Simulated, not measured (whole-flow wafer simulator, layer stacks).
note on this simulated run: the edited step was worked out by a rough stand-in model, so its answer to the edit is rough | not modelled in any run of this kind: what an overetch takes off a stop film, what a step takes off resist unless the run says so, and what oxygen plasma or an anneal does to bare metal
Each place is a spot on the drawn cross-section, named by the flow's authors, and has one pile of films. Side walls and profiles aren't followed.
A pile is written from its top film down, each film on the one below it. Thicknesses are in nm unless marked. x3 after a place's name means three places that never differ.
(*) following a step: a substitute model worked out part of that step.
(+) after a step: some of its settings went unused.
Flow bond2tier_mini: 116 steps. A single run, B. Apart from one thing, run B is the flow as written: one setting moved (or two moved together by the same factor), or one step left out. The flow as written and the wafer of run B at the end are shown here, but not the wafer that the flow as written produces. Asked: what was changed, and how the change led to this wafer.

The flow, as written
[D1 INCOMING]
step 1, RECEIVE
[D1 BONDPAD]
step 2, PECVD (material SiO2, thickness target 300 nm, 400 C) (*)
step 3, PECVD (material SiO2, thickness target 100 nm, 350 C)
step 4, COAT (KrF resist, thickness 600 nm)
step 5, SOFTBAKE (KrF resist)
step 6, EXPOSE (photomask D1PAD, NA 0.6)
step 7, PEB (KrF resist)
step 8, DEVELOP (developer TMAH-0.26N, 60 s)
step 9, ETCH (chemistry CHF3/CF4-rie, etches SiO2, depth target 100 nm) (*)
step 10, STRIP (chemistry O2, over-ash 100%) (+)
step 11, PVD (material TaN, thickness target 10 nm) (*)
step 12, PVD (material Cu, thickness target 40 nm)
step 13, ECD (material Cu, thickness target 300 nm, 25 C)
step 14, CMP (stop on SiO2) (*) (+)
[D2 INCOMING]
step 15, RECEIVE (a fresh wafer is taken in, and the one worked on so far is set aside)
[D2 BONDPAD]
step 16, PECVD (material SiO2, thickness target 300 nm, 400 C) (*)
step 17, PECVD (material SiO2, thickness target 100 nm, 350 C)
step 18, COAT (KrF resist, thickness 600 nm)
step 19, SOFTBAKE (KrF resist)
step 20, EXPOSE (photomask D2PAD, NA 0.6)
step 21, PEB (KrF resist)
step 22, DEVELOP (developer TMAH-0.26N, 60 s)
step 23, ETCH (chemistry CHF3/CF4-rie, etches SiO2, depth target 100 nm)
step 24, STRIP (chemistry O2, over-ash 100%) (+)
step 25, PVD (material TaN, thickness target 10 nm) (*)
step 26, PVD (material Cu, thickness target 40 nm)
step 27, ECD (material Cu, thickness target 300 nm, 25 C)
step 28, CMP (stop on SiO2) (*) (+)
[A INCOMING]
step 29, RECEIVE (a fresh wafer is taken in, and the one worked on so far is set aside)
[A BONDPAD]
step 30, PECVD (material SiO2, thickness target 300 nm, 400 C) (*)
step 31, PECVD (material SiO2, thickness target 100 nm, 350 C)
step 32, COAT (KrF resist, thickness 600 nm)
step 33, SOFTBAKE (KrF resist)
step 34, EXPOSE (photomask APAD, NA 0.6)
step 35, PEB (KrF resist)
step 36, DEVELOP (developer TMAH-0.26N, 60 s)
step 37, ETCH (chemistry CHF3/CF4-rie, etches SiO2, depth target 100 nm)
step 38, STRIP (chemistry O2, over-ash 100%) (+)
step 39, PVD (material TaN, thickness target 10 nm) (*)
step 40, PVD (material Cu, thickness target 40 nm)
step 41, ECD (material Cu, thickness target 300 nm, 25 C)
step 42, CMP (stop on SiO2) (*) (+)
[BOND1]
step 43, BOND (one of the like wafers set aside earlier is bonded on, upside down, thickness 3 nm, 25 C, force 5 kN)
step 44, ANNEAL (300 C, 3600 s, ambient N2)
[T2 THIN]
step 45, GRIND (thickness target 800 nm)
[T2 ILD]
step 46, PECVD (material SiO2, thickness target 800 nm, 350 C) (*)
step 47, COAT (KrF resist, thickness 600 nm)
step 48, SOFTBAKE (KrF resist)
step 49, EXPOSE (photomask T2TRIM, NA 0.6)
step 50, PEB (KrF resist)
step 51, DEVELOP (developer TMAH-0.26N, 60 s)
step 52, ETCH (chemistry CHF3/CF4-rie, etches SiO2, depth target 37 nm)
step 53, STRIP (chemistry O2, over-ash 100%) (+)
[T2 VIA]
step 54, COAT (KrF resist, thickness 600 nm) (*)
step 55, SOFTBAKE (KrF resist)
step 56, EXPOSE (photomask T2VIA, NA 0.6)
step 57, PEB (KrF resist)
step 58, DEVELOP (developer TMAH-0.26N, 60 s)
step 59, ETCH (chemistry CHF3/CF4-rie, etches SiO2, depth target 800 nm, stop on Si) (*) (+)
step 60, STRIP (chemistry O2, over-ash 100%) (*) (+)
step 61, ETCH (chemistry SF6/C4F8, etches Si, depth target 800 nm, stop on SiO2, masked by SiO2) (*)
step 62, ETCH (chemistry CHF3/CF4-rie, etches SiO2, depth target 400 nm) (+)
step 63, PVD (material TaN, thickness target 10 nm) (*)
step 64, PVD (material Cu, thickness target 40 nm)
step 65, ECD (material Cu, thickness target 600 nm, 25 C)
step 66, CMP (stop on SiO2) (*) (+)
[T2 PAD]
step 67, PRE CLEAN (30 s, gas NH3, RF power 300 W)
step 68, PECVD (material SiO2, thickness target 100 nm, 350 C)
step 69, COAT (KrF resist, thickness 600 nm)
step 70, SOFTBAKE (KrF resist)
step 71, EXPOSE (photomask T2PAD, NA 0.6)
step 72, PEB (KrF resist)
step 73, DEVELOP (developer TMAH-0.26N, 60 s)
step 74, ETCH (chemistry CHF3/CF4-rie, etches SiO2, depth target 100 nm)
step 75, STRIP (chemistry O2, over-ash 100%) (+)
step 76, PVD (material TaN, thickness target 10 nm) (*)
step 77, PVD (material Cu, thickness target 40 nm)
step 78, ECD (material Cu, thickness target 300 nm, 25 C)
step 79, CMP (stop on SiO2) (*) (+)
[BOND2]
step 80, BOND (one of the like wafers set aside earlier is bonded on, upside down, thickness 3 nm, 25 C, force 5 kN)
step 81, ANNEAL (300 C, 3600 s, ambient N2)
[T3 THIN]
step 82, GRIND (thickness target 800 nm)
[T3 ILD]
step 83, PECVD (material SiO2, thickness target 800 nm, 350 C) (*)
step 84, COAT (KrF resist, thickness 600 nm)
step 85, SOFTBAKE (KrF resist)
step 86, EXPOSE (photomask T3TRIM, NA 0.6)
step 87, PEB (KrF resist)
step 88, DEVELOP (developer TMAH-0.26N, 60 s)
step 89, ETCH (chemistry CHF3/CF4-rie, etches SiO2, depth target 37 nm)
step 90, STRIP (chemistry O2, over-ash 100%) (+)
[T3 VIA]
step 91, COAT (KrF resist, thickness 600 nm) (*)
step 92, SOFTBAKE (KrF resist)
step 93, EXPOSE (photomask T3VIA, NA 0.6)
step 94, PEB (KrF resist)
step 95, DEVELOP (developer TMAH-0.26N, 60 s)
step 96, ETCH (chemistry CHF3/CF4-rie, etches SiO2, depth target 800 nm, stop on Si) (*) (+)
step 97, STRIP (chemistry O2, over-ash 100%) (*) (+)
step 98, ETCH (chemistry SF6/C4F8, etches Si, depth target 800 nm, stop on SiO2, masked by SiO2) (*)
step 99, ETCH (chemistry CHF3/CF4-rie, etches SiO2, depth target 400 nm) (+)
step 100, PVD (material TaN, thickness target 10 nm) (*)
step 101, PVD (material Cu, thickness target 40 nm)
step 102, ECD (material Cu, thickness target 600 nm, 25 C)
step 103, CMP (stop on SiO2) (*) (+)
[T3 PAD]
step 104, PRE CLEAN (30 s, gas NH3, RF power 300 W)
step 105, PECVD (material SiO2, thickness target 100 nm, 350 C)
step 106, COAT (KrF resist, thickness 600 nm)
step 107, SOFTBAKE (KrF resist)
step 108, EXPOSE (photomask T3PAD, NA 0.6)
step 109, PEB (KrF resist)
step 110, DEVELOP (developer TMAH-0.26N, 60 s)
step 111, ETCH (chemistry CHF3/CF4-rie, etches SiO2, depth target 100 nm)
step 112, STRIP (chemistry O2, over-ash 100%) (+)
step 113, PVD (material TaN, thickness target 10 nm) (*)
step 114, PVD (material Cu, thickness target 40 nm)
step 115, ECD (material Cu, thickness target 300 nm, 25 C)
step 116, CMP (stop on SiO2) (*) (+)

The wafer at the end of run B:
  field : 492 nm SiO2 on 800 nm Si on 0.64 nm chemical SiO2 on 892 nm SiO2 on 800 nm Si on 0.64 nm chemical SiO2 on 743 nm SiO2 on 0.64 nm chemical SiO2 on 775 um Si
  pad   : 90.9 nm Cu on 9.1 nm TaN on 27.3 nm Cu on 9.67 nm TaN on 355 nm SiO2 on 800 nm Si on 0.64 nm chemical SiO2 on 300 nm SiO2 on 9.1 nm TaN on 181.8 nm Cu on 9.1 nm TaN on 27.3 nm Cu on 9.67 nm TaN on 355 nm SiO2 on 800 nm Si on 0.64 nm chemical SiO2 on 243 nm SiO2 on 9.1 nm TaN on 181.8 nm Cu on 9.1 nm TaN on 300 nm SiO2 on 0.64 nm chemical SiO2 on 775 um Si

The reason: step 2, PECVD: thickness target 243 nm was run, whereas the flow has thickness target 300 nm.
One can read it off the wafer: pad has SiO2 243, and step 2 as written asks for 300 nm.

Step by step, how the change led to this:
  step 2, PECVD (material SiO2, thickness target 300 nm, 400 C) (*)
      field, pad, via: +243 SiO2 (new film) (as written it would have been: +300 SiO2 (new film))
  step 43, BOND (one of the like wafers set aside earlier is bonded on, upside down, thickness 3 nm, 25 C, force 5 kN)
      field: +775 um Si (new film), +0.64 chemical SiO2 (new film), +343 SiO2 (as written it would have been: +775 um Si (new film), +0.64 chemical SiO2 (new film), +400 SiO2)
      pad: +775 um Si (new film), +0.64 chemical SiO2 (new film), +243 SiO2 (new film), +9.1 TaN (new film), +90.9 Cu (as written it would have been: +775 um Si (new film), +0.64 chemical SiO2 (new film), +300 SiO2 (new film), +9.1 TaN (new film), +90.9 Cu)
      (and at 1 other place as well)
